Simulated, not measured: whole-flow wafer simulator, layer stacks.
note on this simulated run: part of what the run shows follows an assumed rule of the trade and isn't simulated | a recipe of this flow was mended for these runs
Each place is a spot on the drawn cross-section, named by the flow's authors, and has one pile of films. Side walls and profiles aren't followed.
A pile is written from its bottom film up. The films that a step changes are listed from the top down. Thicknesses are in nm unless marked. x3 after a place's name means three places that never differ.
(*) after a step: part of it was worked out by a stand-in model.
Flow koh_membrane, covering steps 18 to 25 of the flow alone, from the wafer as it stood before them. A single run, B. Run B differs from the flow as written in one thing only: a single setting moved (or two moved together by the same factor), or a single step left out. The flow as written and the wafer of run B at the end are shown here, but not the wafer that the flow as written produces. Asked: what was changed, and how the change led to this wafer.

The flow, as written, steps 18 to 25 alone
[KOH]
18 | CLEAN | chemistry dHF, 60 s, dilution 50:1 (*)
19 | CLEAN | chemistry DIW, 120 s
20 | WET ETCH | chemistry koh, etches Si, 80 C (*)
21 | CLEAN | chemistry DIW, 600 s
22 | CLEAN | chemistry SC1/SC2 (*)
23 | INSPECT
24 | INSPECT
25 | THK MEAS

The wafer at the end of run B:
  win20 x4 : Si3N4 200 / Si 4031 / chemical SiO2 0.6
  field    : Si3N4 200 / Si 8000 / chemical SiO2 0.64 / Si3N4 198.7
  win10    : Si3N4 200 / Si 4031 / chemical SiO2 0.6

What caused this: step 20, WET ETCH: 64 C was run, whereas the flow has 80 C.

How this came from the change, step by step:
  20 | WET ETCH | chemistry koh, etches Si, 80 C (*)
      win20 x4: Si loses 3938 (as written it would have been: Si loses 7969.3 (all of it))
      win10: Si loses 3938 (as written it would have been: Si loses 7337.9)
  22 | CLEAN | chemistry SC1/SC2 (*)
      win20 x4: chemical SiO2 gains 0.6 (new film), Si loses 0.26 (as written it would have been: nothing)
